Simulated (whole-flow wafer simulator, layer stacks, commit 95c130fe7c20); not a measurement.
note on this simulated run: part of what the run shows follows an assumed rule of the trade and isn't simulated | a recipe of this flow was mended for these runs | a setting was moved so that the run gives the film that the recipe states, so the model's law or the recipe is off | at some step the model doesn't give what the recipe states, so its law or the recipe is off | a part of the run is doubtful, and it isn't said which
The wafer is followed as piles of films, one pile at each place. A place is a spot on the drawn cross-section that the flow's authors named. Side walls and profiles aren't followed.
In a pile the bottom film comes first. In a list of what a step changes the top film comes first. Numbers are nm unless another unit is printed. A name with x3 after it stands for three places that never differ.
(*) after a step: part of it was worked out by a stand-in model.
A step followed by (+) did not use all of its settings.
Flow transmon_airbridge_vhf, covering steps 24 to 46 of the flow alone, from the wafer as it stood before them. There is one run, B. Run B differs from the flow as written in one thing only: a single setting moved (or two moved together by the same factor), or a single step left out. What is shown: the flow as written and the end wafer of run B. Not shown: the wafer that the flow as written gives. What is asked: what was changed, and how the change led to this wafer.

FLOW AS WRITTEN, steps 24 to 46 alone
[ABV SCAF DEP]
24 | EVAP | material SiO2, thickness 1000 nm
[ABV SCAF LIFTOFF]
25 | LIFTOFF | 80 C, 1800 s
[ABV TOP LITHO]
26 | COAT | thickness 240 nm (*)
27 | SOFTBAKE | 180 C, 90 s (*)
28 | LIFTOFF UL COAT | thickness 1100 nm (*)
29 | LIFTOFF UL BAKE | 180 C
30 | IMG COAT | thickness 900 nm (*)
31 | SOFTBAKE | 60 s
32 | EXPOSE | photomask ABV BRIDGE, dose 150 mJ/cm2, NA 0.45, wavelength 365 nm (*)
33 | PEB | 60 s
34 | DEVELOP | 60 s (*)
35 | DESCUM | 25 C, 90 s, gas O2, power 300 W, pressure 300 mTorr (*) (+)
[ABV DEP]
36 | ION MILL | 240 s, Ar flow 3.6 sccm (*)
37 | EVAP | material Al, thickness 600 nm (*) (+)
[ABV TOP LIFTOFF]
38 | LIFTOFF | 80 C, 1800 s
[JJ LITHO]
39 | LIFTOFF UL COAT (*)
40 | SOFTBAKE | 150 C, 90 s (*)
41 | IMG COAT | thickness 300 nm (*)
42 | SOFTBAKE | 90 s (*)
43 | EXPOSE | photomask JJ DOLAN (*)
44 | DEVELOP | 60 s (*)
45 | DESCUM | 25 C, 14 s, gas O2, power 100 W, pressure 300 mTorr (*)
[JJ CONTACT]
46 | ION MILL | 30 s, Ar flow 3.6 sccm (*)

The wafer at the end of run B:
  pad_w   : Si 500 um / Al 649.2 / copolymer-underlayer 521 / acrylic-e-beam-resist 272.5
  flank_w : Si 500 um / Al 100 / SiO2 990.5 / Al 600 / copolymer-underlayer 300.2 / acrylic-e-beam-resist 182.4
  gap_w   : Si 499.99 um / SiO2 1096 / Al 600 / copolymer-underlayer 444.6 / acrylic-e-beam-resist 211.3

The reason: step 24, EVAP: thickness 1120 nm was run, while the flow as written has thickness 1000 nm.

How this came from the change, step by step:
  24 | EVAP | material SiO2, thickness 1000 nm
      field x3, jj_line, ground_far and 10 more: SiO2 gains 1120 (new film) (as written it would have been: SiO2 gains 1000 (new film))
      flank_w, flank_e: SiO2 gains 1014.5 (new film) (as written it would have been: SiO2 gains 905.8 (new film))
  25 | LIFTOFF | 80 C, 1800 s
      field x3, jj_line, trace_open_s x2: SiO2 loses 1120 (all of it), i-line-resist loses 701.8 (all of it), lift-off-underlayer loses 1100 (all of it), acrylic-e-beam-resist loses 240 (all of it) (as written it would have been: SiO2 loses 1000 (all of it), i-line-resist loses 701.8 (all of it), lift-off-underlayer loses 1100 (all of it), acrylic-e-beam-resist loses 240 (all of it))
      pad_w, pad_e: SiO2 loses 1120 (all of it), i-line-resist loses 696.3 (all of it), lift-off-underlayer loses 1089.9 (all of it), acrylic-e-beam-resist loses 239.3 (all of it) (as written it would have been: SiO2 loses 1000 (all of it), i-line-resist loses 696.3 (all of it), lift-off-underlayer loses 1089.9 (all of it), acrylic-e-beam-resist loses 239.3 (all of it))
      (also at 1 further place)
  26 | COAT | thickness 240 nm (*)
      flank_w, flank_e: acrylic-e-beam-resist gains 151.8 (new film) (as written it would have been: acrylic-e-beam-resist gains 155.2 (new film))
      gap_w, gap_e: acrylic-e-beam-resist gains 205.9 (new film) (as written it would have been: acrylic-e-beam-resist gains 211.2 (new film))
      (also at 5 further places)
  28 | LIFTOFF UL COAT | thickness 1100 nm (*)
      margin_s, margin_n: lift-off-underlayer gains 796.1 (new film) (as written it would have been: lift-off-underlayer gains 823.4 (new film))
      flank_w: lift-off-underlayer gains 805.5 (new film) (as written it would have been: lift-off-underlayer gains 832.3 (new film))
      (also at 2 further places)
  30 | IMG COAT | thickness 900 nm (*)
      gap_w, gap_e: i-line-resist gains 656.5 (new film) (as written it would have been: i-line-resist gains 685.3 (new film))
      margin_s, margin_n: i-line-resist gains 565.1 (new film) (as written it would have been: i-line-resist gains 603.2 (new film))
      (also at 4 further places)
  33 | PEB | 60 s
      flank_w, flank_e: i-line-resist loses 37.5 (as written it would have been: i-line-resist loses 38.8)
      gap_w, gap_e: i-line-resist loses 33.5 (as written it would have been: i-line-resist loses 35)
      (also at 4 further places)
  34 | DEVELOP | 60 s (*)
      gap_w, gap_e: i-line-resist loses 622.9 (all of it), lift-off-underlayer loses 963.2 (all of it) (as written it would have been: i-line-resist loses 650.2 (all of it), lift-off-underlayer loses 979.6 (all of it))
      flank_w: i-line-resist loses 694.2 (all of it), lift-off-underlayer loses 805.5 (all of it) (as written it would have been: i-line-resist loses 716.4 (all of it), lift-off-underlayer loses 832.3 (all of it))
      (also at 3 further places)
  35 | DESCUM | 25 C, 90 s, gas O2, power 300 W, pressure 300 mTorr (*) (+)
      flank_w, flank_e: acrylic-e-beam-resist loses 151.8 (all of it) (as written it would have been: acrylic-e-beam-resist loses 155.2 (all of it))
      gap_w, gap_e: acrylic-e-beam-resist loses 205.9 (all of it) (as written it would have been: acrylic-e-beam-resist loses 211.2 (all of it))
      (also at 3 further places)
  38 | LIFTOFF | 80 C, 1800 s
      margin_s, margin_n: Al loses 600 (all of it), i-line-resist loses 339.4 (all of it), lift-off-underlayer loses 796.1 (all of it), acrylic-e-beam-resist loses 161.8 (all of it) (as written it would have been: Al loses 600 (all of it), i-line-resist loses 378.2 (all of it), lift-off-underlayer loses 823.4 (all of it), acrylic-e-beam-resist loses 168.6 (all of it))
  39 | LIFTOFF UL COAT (*)
      flank_w, flank_e: copolymer-underlayer gains 300.2 (new film) (as written it would have been: copolymer-underlayer gains 308 (new film))
  41 | IMG COAT | thickness 300 nm (*)
      gap_w, gap_e: acrylic-e-beam-resist gains 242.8 (new film) (as written it would have been: acrylic-e-beam-resist gains 247.8 (new film))
      margin_s, margin_n: acrylic-e-beam-resist gains 241.7 (new film) (as written it would have been: acrylic-e-beam-resist gains 249.2 (new film))
      (also at 1 further place)
